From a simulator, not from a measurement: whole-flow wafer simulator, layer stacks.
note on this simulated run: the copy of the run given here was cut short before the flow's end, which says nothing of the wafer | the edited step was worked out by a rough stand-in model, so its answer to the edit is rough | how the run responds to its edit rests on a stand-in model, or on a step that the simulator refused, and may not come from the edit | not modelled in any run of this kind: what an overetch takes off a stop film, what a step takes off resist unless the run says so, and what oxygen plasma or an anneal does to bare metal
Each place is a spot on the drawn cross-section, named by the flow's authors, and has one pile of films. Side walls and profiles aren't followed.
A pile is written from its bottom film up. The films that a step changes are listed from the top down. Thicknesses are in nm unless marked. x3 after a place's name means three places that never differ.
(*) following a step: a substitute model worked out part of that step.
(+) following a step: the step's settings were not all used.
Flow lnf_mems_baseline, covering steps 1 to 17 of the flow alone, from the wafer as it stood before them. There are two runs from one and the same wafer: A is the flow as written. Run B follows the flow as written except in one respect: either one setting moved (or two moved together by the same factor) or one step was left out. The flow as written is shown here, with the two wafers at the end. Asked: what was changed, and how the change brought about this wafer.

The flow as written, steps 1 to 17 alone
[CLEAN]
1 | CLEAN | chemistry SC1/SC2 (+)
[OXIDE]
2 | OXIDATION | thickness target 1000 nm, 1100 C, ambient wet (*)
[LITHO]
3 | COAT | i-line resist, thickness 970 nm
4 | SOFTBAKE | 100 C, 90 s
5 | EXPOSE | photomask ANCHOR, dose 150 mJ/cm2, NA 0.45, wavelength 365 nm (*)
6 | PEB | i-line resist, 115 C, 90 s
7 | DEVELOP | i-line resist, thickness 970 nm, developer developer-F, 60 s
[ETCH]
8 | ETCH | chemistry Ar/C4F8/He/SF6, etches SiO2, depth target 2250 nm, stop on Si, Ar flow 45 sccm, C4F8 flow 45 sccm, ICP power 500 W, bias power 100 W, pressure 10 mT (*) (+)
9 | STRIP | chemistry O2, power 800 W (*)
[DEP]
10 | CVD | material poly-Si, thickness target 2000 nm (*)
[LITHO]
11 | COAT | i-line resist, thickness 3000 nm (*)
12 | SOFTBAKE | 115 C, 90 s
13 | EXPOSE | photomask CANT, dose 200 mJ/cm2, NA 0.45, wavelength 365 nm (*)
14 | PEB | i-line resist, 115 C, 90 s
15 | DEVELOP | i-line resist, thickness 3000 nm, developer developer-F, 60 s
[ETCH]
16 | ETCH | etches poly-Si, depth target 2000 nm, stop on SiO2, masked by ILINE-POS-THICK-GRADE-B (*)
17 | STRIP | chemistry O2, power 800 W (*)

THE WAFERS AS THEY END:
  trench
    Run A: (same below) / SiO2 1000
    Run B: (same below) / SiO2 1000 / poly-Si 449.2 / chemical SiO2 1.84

What caused this: step 16, ETCH: depth target 1550 nm was run, while the flow as written has depth target 2000 nm.

The path from the change to this, step by step:
  16 | ETCH | etches poly-Si, depth target 2000 nm, stop on SiO2, masked by ILINE-POS-THICK-GRADE-B (*)
      trench, char_slit: A -2000 poly-Si (all of it) | B -1550 poly-Si
      field, anchor, beam: A -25 i-line resist | B -19.4 i-line resist
  17 | STRIP | chemistry O2, power 800 W (*)
      trench, char_slit: A nothing | B +1.84 chemical SiO2 (new film), -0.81 poly-Si
